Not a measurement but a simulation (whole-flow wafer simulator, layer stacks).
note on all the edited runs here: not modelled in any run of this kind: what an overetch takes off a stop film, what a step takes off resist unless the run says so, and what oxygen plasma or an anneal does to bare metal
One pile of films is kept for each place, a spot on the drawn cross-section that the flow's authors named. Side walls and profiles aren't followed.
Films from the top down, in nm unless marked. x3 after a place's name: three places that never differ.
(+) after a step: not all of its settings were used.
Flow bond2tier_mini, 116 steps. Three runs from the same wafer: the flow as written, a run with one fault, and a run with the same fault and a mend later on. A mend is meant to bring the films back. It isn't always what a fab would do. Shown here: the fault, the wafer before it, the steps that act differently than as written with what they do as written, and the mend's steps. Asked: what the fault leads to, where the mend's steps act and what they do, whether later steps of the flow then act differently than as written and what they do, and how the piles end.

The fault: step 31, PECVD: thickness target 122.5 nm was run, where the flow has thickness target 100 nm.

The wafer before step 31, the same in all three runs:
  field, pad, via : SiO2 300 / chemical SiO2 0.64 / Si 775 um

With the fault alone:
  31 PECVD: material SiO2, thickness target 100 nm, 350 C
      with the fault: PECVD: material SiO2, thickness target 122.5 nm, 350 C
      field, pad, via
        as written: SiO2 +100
        with the fault: SiO2 +122.5
  No later step of the flow acts differently than as written at any place that is followed.
  At the end the piles differ from the flow's by more than 2% or 0.5 nm, whichever is larger, at field, pad.
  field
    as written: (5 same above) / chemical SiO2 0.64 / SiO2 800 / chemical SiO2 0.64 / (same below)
    with the fault: (5 same above) / chemical SiO2 0.64 / SiO2 822.5 / chemical SiO2 0.64 / (same below)
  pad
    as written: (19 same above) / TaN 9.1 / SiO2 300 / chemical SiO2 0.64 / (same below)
    with the fault: (19 same above) / TaN 9.1 / SiO2 322.5 / chemical SiO2 0.64 / (same below)

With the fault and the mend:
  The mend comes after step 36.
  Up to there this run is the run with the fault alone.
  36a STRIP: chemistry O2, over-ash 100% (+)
      field
        KrF resist -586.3 (all of it)
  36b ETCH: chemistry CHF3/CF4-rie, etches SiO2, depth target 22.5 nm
      field, pad, via
        SiO2 -22.5
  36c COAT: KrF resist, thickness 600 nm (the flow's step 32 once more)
      field, pad, via
        KrF resist +600 (new film)
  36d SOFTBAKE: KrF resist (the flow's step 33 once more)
      changes no film at any place that is followed
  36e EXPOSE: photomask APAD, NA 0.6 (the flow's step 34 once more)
      changes no film at any place that is followed
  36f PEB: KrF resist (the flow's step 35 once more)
      changes no film at any place that is followed
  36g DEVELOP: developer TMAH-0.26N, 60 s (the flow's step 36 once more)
      pad, via
        KrF resist -600 (all of it)
      field
        KrF resist -13.7
  No later step of the flow acts differently than as written at any place that is followed.
  At the end the piles are the same as the flow's at every place that both follow.
